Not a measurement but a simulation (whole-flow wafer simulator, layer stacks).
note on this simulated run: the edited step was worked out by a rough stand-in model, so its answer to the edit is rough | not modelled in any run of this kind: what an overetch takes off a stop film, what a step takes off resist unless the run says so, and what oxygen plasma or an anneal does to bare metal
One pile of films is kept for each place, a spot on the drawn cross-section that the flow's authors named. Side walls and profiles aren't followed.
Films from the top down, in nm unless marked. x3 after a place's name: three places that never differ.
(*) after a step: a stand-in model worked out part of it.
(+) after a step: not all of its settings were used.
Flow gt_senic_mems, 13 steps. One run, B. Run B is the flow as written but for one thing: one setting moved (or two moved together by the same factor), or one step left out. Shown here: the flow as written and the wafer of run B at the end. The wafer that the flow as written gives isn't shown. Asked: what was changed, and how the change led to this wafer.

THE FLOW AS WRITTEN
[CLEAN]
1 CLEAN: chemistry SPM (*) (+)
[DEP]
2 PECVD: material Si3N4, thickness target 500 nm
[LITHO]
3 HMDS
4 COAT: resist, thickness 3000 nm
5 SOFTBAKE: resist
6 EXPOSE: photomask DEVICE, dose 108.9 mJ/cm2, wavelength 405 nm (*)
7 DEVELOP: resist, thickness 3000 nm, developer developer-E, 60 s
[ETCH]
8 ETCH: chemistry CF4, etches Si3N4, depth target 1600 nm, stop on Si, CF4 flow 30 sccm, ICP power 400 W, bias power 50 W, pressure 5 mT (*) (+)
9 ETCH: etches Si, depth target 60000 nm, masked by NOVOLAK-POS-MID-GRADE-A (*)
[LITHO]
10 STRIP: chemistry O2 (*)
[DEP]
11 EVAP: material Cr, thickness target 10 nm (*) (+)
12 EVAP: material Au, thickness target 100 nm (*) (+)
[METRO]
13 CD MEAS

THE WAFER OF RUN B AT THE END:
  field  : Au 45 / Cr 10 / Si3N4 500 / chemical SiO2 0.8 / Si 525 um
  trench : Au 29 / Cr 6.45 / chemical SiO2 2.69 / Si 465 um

The cause: step 12, EVAP: thickness target 45 nm was run, where the flow has thickness target 100 nm.
It can be read off the wafer: field has Au 45, and step 12 as written asks for 100 nm.

How the change led to this, step by step:
  12 EVAP: material Au, thickness target 100 nm (*) (+)
      field: Au +45 (new film) (as written it would be: Au +100 (new film))
      trench: Au +29 (new film) (as written it would be: Au +64.1 (new film))
